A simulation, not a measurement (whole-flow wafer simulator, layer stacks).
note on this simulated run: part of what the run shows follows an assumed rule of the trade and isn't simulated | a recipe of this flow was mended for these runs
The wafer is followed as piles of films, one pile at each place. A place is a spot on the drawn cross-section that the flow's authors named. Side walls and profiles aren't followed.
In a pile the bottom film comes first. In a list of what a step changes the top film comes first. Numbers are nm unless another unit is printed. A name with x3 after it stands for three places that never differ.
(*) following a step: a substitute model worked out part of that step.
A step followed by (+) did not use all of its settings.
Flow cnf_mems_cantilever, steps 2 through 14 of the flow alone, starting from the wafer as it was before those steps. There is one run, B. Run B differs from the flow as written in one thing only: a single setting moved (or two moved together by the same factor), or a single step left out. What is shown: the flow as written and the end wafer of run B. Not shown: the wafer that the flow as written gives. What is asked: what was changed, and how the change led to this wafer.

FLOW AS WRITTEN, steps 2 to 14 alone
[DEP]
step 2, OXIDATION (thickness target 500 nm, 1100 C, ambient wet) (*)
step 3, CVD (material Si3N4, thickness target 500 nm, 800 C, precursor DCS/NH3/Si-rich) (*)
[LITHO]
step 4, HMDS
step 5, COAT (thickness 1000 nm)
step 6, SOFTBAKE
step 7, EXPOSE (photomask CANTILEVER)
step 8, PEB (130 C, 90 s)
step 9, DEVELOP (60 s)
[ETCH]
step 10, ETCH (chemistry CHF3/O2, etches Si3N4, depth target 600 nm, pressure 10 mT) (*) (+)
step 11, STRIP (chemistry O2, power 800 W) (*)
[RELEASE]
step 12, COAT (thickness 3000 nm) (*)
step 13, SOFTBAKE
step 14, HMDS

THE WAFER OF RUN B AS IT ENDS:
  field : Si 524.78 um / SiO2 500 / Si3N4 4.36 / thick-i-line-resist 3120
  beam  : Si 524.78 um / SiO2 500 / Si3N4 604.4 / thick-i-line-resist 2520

What caused this: step 3, CVD: 816 C was run, though the flow has 800 C.

How this came from the change, step by step:
  step 3, CVD (material Si3N4, thickness target 500 nm, 800 C, precursor DCS/NH3/Si-rich) (*)
      field, beam: Si3N4 gains 604.4 (new film) (as written it would have been: Si3N4 gains 500 (new film))
  step 10, ETCH (chemistry CHF3/O2, etches Si3N4, depth target 600 nm, pressure 10 mT) (*) (+)
      field: Si3N4 loses 600 (as written it would have been: Si3N4 loses 500 (all of it), SiO2 loses 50)
  step 13, SOFTBAKE
      field: thick-i-line-resist gains 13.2 (as written it would have been: thick-i-line-resist gains 11.9)
      beam: thick-i-line-resist loses 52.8 (as written it would have been: thick-i-line-resist loses 47.6)
